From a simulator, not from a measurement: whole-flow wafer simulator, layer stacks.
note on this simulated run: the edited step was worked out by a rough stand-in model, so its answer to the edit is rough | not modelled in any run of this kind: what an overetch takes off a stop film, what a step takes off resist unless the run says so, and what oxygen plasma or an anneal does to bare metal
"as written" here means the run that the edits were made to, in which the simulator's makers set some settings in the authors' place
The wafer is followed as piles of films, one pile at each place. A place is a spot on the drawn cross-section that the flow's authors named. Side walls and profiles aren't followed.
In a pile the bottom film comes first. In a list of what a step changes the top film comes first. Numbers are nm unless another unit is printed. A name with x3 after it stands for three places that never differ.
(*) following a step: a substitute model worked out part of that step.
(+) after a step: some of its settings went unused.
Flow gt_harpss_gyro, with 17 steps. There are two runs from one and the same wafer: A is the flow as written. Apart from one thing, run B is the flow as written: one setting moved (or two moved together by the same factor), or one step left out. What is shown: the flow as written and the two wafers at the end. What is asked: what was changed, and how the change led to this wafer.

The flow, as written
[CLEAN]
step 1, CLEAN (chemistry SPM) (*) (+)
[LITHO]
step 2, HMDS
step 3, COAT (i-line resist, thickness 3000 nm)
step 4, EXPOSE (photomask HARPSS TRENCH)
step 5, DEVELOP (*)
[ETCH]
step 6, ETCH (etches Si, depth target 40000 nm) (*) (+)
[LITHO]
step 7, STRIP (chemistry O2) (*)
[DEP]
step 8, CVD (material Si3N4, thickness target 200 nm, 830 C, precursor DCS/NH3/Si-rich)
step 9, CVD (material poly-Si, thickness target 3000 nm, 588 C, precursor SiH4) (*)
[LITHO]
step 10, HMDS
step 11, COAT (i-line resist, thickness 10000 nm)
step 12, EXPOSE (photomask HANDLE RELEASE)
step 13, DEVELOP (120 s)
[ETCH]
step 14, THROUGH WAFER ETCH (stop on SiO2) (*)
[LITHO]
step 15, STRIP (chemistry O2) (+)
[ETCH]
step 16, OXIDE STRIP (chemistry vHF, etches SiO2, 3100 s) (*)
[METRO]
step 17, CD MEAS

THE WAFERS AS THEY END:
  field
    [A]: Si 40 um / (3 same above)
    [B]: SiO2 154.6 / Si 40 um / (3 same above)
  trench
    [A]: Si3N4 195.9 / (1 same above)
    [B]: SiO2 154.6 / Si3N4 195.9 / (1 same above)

The reason: step 16, OXIDE STRIP: 2378 s was run, though the flow has 3100 s.

Step by step, how the change led to this:
  step 16, OXIDE STRIP (chemistry vHF, etches SiO2, 3100 s) (*)
      field: A under 4 films: -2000 SiO2 (all of it) | B under 4 films: -1845.4 SiO2
      trench: A under 2 films: -2000 SiO2 (all of it) | B under 2 films: -1845.4 SiO2
